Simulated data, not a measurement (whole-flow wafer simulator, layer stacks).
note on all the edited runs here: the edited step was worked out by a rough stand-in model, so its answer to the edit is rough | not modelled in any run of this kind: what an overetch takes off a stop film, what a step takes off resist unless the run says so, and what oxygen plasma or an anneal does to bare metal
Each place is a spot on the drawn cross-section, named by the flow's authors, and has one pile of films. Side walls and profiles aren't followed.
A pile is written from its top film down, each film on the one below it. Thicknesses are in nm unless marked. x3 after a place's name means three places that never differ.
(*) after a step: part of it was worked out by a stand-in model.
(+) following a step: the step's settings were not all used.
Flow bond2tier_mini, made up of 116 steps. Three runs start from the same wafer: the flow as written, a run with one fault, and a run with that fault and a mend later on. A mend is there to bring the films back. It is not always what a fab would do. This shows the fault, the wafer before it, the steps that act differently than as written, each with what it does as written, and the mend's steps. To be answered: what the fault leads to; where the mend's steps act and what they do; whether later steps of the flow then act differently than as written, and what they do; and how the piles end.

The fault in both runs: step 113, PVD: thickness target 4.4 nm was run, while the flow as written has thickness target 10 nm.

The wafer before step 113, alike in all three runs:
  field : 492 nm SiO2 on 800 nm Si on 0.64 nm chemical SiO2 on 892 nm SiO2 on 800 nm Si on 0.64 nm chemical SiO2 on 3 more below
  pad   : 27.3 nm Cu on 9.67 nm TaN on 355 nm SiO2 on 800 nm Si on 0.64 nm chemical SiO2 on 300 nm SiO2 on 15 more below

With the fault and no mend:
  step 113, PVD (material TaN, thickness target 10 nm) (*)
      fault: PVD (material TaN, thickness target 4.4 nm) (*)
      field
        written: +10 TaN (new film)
        fault: +4.4 TaN (new film)
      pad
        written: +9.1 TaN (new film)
        fault: +4.01 TaN (new film)
  Steps later in the flow that act otherwise than as written (not shown: 1 more step that differs only slightly, by at most 2% or 0.5 nm, whichever is larger):
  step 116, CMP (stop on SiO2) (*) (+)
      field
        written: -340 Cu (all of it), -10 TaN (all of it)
        fault: -340 Cu (all of it), -4.4 TaN (all of it)
  The piles end different from the flow's at pad by more than 2% or 0.5 nm, whichever is larger.
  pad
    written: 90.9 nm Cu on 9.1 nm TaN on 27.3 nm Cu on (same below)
    fault: 96 nm Cu on 4.01 nm TaN on 27.3 nm Cu on (same below)

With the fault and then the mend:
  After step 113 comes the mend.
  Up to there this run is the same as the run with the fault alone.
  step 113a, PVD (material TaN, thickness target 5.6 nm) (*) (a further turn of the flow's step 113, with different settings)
      field
        +5.6 TaN
      pad
        +5.09 TaN
  Every later step of the flow that is run acts as written at every place that is followed.
  By the end, the piles equal the flow's at every place that both follow.
